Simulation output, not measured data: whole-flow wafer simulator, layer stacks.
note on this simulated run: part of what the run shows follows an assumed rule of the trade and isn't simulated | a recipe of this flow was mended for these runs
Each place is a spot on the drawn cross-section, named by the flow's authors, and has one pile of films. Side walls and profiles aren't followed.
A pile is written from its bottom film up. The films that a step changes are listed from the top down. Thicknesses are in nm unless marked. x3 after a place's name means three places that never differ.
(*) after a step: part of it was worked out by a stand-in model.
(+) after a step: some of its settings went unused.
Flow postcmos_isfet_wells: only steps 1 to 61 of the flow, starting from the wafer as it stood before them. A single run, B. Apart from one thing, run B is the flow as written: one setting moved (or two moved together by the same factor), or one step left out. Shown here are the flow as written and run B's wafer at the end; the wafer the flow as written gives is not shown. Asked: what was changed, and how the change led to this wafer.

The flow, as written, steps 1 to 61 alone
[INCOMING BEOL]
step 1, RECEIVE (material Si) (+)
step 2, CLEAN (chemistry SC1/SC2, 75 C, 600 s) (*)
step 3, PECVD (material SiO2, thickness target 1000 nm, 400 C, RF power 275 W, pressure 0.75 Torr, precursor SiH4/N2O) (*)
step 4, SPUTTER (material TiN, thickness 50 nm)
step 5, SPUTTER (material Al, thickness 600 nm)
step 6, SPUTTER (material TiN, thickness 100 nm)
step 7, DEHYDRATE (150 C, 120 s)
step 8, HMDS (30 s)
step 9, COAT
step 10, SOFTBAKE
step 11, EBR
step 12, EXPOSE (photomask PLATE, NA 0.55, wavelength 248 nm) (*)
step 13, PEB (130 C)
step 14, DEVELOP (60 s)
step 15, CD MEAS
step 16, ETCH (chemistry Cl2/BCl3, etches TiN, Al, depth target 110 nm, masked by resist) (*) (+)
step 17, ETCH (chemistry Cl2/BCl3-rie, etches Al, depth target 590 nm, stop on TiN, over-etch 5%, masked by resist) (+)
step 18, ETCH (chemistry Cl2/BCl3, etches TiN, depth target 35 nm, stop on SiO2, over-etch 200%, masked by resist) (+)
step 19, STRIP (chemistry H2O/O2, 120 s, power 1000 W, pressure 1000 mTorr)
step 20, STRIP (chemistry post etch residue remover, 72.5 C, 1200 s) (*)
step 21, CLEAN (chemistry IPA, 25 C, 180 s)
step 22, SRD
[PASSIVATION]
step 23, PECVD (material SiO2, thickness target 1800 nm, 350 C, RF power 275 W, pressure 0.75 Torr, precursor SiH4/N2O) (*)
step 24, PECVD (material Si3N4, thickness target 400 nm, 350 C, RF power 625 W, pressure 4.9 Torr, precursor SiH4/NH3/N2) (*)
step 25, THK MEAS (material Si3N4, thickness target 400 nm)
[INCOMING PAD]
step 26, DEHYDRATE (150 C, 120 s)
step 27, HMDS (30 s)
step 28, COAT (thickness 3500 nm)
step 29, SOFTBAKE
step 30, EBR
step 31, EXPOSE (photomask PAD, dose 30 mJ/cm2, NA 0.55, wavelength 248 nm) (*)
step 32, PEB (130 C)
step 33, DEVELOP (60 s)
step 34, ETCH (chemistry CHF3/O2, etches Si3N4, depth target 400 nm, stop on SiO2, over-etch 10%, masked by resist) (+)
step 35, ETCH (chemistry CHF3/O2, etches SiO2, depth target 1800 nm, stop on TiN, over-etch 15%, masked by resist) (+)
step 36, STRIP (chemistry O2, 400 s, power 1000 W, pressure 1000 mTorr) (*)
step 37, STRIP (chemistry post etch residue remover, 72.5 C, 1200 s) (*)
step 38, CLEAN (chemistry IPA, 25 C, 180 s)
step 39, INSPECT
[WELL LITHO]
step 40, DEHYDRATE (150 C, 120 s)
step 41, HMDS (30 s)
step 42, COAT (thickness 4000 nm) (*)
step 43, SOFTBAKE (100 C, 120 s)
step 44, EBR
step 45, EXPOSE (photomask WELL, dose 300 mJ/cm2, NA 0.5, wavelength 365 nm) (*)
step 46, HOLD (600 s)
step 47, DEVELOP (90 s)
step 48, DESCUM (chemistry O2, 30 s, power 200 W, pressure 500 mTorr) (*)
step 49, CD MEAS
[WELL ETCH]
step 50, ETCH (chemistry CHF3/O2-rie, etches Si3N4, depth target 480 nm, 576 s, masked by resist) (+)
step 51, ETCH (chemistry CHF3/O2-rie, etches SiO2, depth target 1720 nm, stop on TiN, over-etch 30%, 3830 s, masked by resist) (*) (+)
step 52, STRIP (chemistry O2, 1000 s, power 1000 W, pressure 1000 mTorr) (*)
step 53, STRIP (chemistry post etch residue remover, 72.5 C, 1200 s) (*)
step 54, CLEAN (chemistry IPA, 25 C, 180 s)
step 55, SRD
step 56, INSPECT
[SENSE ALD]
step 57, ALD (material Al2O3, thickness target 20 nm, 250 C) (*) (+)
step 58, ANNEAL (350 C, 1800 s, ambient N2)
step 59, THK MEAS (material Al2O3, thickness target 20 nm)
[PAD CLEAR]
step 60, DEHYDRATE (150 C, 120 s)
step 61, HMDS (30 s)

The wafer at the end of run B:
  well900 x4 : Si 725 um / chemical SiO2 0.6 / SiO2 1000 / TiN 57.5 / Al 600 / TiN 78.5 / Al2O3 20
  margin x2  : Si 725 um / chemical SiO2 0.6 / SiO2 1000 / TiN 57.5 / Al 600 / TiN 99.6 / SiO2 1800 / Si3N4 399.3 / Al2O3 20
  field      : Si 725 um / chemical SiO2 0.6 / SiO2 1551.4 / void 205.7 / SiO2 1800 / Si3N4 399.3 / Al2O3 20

The reason: step 4, SPUTTER: thickness 57.5 nm was run, whereas the flow has thickness 50 nm.
The wafer lets one read it off: well900 x4 has TiN 57.5, and step 4 as written asks for 50 nm.

The path from the change to this, step by step:
  step 4, SPUTTER (material TiN, thickness 50 nm)
      field, margin x2, well900 x4, pad_clr, pad_open: TiN gains 57.5 (new film) (in the flow as written it would be: TiN gains 50 (new film))
  step 18, ETCH (chemistry Cl2/BCl3, etches TiN, depth target 35 nm, stop on SiO2, over-etch 200%, masked by resist) (+)
      margin x2, well900 x4, pad_clr, pad_open: thick-KrF-resist loses 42 (in the flow as written it would be: thick-KrF-resist loses 37.9)
      field: TiN loses 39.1 (all of it), SiO2 loses 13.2 (in the flow as written it would be: TiN loses 31.6 (all of it), SiO2 loses 14.7)
  step 23, PECVD (material SiO2, thickness target 1800 nm, 350 C, RF power 275 W, pressure 0.75 Torr, precursor SiH4/N2O) (*)
      field: SiO2 gains 1800 (new film), void gains 205.7 (new film), SiO2 gains 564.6 (in the flow as written it would be: SiO2 gains 1800 (new film), void gains 201.1 (new film), SiO2 gains 563.2)
